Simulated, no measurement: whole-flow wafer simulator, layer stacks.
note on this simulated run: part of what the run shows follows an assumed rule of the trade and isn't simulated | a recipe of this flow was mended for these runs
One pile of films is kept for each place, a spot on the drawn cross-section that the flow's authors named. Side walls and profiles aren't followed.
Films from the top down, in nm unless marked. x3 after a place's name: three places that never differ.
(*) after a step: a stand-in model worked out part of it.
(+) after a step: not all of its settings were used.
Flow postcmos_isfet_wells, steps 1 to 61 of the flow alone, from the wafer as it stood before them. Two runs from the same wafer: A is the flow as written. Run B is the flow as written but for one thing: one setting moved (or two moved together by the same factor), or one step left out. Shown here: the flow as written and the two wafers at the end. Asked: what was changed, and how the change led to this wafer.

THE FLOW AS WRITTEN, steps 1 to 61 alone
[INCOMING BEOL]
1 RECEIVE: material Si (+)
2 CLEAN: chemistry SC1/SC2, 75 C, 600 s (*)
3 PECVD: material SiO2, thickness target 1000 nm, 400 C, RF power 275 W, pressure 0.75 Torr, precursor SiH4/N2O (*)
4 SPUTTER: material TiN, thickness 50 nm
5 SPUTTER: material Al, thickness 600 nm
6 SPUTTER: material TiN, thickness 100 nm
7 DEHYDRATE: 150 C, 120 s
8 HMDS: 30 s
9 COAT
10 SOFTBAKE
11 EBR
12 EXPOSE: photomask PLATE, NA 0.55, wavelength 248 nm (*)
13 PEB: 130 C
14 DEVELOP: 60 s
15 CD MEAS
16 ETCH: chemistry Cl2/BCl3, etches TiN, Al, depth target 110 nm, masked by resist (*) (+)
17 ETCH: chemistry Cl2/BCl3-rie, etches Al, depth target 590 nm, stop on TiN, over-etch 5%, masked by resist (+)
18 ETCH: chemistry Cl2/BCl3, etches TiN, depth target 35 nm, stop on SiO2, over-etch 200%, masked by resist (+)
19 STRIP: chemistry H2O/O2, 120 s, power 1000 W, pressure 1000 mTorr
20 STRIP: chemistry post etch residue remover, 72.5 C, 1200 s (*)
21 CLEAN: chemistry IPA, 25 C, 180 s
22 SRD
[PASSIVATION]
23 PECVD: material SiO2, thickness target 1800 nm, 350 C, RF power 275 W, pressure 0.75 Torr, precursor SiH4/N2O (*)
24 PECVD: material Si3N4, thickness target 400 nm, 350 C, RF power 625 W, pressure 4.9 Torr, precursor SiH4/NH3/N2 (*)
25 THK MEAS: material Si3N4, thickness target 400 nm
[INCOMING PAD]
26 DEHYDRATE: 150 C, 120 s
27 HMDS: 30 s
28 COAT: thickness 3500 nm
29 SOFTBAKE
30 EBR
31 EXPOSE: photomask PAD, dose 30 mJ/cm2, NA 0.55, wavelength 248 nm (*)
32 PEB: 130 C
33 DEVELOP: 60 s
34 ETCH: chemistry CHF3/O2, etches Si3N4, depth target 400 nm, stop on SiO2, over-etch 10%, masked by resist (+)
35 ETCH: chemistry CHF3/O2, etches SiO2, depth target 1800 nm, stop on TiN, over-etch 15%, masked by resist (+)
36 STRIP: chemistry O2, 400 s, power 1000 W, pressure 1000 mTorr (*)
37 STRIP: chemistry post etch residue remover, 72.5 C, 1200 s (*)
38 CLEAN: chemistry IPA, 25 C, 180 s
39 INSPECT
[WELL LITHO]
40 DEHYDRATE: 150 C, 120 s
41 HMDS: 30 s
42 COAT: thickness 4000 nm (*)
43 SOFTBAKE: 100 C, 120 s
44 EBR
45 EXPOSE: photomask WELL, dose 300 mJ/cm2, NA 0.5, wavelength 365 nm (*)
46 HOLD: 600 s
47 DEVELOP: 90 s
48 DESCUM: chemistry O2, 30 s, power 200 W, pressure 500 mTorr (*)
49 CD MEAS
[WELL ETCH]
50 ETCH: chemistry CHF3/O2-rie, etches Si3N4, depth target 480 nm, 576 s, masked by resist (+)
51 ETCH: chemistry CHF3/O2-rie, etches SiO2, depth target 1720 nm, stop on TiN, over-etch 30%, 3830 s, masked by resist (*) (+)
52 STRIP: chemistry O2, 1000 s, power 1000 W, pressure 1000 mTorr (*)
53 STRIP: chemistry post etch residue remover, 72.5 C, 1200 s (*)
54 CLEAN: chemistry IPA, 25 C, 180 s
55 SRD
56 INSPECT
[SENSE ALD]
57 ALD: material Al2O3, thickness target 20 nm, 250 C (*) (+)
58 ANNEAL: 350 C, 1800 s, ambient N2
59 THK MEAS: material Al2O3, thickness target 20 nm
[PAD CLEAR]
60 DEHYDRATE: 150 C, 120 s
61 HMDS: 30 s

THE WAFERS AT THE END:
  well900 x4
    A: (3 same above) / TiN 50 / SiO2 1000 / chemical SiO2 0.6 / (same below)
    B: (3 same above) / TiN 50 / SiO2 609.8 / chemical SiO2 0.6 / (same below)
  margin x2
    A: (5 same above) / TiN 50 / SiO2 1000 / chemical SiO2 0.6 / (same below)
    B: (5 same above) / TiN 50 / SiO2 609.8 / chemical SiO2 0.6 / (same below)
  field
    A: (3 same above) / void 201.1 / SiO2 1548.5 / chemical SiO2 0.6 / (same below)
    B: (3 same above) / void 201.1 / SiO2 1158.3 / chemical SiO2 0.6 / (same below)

The cause: step 3, PECVD: RF power 110 W was run, where the flow has RF power 275 W.

How the change led to this, step by step:
  3 PECVD: material SiO2, thickness target 1000 nm, 400 C, RF power 275 W, pressure 0.75 Torr, precursor SiH4/N2O (*)
      field, margin x2, well900 x4, pad_clr, pad_open: A SiO2 +1000 (new film) | B SiO2 +609.8 (new film)
